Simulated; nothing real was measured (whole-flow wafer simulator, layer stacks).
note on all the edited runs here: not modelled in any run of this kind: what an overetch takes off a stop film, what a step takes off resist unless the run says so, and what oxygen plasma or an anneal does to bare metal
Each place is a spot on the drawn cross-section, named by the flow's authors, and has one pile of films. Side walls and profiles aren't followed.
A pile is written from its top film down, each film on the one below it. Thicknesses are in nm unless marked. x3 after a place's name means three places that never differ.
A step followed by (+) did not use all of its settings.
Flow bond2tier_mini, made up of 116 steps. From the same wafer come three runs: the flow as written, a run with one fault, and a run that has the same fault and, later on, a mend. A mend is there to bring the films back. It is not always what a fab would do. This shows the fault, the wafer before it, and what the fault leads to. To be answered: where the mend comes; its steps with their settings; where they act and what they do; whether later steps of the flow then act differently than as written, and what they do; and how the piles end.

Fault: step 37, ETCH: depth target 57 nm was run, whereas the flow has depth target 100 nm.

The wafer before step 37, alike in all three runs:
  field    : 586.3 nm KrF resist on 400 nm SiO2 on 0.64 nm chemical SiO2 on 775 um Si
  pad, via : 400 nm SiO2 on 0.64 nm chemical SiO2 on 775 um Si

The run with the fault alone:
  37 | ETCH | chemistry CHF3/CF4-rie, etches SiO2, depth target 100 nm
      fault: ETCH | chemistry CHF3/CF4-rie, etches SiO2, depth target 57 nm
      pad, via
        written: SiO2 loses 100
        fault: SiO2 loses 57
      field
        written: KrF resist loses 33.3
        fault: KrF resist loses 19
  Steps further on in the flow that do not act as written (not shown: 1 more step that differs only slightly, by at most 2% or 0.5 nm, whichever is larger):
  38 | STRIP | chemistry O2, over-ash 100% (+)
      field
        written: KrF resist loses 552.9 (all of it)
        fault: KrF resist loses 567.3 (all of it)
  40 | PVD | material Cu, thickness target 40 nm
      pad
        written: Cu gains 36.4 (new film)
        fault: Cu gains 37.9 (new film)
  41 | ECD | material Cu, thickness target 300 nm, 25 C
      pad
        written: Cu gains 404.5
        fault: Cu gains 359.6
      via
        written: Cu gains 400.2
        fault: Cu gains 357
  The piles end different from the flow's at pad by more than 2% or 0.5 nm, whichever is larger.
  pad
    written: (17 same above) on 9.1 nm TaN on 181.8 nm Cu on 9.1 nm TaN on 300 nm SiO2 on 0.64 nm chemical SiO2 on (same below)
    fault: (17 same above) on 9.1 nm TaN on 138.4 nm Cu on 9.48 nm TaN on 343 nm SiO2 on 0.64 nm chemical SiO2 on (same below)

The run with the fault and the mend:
  The mend stands after step 37.
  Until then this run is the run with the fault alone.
  37a | ETCH | chemistry CHF3/CF4-rie, etches SiO2, depth target 43 nm (the flow's step 37 again, with other settings)
      pad, via
        SiO2 loses 43
      field
        KrF resist loses 14.3
  Every later step of the flow that is run acts as written at every place that is followed.
  The piles end the same as the flow's at every place that both follow.
